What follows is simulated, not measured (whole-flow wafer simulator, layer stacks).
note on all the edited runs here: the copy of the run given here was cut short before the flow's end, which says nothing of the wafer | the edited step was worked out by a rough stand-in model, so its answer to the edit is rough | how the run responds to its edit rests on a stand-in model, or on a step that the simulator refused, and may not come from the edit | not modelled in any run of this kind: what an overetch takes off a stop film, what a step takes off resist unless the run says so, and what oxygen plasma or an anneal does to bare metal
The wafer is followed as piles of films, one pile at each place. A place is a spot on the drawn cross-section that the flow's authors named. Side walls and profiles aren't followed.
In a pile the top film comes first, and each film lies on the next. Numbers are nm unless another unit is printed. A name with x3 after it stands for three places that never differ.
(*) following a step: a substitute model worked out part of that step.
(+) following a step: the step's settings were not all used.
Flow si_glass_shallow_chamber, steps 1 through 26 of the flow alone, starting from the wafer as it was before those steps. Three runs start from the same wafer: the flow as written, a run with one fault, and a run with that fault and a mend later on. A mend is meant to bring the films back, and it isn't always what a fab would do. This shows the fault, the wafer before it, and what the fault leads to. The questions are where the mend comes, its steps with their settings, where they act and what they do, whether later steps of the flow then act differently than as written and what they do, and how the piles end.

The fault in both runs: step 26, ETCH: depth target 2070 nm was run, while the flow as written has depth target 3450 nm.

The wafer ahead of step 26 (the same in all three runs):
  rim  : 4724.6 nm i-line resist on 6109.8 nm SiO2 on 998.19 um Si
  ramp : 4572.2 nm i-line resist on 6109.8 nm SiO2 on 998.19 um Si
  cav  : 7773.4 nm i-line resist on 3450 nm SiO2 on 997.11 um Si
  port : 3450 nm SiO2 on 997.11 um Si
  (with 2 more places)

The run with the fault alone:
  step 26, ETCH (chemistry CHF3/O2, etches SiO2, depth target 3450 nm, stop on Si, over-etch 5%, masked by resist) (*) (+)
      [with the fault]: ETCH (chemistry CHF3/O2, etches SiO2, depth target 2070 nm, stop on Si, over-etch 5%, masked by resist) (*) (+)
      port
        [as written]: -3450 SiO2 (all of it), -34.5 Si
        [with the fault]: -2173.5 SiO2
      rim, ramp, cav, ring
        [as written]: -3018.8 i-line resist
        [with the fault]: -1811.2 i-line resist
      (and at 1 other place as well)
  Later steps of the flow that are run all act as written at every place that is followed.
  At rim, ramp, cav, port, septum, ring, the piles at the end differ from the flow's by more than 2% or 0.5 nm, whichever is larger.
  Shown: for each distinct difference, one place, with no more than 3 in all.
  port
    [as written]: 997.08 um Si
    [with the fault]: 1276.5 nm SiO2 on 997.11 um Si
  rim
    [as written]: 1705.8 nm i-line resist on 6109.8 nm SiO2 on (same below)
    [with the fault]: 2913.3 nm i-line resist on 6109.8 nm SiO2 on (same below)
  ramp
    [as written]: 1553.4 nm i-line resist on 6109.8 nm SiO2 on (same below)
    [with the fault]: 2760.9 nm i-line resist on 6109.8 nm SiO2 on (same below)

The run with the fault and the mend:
  The mend stands after step 26.
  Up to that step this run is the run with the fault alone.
  step 26a, ETCH (chemistry CHF3/O2, etches SiO2, depth target 1380 nm, stop on Si, over-etch 5%, masked by resist) (*) (a further turn of the flow's step 26, with different settings)
      rim, ramp, cav, septum, ring
        -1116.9 i-line resist
      port
        -1276.5 SiO2 (all of it), -34.5 Si
  Later steps of the flow that are run all act as written at every place that is followed.
  At rim, ramp, septum, ring, the piles at the end differ from the flow's by more than 2% or 0.5 nm, whichever is larger.
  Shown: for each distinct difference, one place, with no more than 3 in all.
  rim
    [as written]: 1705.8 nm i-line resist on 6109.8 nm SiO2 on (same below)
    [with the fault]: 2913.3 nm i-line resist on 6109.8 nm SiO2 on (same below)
    [with the mend]: 1796.4 nm i-line resist on 6109.8 nm SiO2 on (same below)
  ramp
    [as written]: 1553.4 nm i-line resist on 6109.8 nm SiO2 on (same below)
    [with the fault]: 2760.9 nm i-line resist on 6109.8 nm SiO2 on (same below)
    [with the mend]: 1644 nm i-line resist on 6109.8 nm SiO2 on (same below)
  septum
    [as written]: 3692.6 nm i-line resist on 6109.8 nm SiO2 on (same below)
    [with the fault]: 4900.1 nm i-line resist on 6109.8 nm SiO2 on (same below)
    [with the mend]: 3783.2 nm i-line resist on 6109.8 nm SiO2 on (same below)
